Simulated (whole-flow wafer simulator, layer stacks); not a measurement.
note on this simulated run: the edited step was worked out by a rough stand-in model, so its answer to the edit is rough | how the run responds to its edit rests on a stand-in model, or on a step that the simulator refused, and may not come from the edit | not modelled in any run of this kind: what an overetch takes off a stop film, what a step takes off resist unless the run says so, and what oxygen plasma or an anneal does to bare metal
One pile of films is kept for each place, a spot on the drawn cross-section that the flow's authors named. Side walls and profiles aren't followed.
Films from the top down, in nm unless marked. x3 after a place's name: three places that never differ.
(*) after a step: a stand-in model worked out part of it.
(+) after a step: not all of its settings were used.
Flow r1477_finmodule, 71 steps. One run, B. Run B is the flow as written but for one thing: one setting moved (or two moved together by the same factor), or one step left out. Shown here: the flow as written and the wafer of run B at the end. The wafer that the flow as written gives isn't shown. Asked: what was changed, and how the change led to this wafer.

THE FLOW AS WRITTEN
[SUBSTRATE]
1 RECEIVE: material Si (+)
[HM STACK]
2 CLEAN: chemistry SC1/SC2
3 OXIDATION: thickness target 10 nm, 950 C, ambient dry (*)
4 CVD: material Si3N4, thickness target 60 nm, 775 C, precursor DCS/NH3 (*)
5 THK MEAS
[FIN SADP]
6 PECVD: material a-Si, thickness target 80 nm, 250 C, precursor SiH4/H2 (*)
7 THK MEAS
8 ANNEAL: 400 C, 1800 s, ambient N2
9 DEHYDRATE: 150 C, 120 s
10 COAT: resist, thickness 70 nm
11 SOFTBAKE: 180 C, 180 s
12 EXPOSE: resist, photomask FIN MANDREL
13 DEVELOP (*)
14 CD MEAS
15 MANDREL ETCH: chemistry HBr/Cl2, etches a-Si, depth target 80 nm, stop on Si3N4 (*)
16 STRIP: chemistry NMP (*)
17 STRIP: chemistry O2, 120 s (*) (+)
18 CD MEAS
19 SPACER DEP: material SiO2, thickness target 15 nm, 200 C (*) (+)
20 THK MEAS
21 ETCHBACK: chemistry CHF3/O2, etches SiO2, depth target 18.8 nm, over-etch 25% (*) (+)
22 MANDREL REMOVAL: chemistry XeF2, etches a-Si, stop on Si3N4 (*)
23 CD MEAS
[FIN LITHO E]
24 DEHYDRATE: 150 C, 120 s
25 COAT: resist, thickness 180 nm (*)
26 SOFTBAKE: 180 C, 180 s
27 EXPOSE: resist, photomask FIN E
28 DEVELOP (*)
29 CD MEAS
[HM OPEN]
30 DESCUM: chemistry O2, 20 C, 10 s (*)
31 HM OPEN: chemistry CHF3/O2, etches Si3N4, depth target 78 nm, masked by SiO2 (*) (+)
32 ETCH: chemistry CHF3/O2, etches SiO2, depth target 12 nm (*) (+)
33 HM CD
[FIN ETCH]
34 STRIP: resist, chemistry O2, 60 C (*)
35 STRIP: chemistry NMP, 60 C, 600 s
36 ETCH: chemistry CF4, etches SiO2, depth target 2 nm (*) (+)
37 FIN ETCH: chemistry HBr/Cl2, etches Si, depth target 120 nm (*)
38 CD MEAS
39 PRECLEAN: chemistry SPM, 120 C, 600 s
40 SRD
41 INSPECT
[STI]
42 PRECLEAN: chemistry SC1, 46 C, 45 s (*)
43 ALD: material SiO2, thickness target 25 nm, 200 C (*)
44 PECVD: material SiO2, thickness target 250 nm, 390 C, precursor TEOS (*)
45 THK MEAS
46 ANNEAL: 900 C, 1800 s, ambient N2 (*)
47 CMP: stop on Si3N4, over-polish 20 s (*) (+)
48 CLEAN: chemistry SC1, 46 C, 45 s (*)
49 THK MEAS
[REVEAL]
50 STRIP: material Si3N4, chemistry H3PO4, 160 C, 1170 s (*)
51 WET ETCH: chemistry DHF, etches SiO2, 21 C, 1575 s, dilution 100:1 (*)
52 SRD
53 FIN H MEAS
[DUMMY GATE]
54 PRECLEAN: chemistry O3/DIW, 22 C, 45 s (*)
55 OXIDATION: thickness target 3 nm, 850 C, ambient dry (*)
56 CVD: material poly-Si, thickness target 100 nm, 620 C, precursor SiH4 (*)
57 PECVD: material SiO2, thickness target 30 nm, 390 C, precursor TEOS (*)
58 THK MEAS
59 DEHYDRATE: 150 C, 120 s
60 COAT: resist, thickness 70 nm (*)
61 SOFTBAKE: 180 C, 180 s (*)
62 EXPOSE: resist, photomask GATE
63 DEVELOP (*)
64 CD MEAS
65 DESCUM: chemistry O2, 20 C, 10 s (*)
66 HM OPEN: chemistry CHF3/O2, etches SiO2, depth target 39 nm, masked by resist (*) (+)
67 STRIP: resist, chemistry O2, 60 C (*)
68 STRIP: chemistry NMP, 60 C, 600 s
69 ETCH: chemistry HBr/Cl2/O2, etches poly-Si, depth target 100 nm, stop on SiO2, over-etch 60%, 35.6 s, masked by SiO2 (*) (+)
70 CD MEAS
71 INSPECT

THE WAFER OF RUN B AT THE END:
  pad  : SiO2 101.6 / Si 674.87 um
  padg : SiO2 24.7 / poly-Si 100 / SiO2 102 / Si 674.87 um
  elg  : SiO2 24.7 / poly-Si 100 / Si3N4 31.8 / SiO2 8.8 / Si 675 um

The cause: step 3, OXIDATION: thickness target 8.8 nm was run, where the flow has thickness target 10 nm.
It can be read off the wafer: elg has SiO2 8.8, and step 3 as written asks for 10 nm.

How the change led to this, step by step:
  3 OXIDATION: thickness target 10 nm, 950 C, ambient dry (*)
      pad, padg, elg and 33 more: SiO2 +8.8 (new film), chemical SiO2 -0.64 (all of it), Si -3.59 (as written it would be: SiO2 +10 (new film), chemical SiO2 -0.64 (all of it), Si -4.12)
  31 HM OPEN: chemistry CHF3/O2, etches Si3N4, depth target 78 nm, masked by SiO2 (*) (+)
      s40cg, s45cg, s50cg, s40co, s45co, s50co: Si3N4 -60 (all of it), SiO2 -8.8 (all of it) (as written it would be: Si3N4 -60 (all of it), SiO2 -9)
      pad, padg, esg and 13 more: Si3N4 -56.4 (all of it), SiO2 -8.8 (all of it) (as written it would be: Si3N4 -56.4 (all of it), SiO2 -10 (all of it))
  32 ETCH: chemistry CHF3/O2, etches SiO2, depth target 12 nm (*) (+)
      s40cg, s40co: Si -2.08 (as written it would be: SiO2 -1 (all of it), Si -2.2)
      s45cg, s45co: Si -2.12 (as written it would be: SiO2 -1 (all of it), Si -2.2)
      (and at 2 more places)
  51 WET ETCH: chemistry DHF, etches SiO2, 21 C, 1575 s, dilution 100:1 (*)
      s40sg_line, s45sg_line, s50sg_line, s40so_line, s45so_line, s50so_line: SiO2 -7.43 (all of it) (as written it would be: SiO2 -8.63 (all of it))
  67 STRIP: resist, chemistry O2, 60 C (*)
      s40sg: resist -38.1 (all of it) (as written it would be: resist -36.9 (all of it))
      s45sg: resist -38 (all of it) (as written it would be: resist -36.9 (all of it))
      (and at 1 more place)
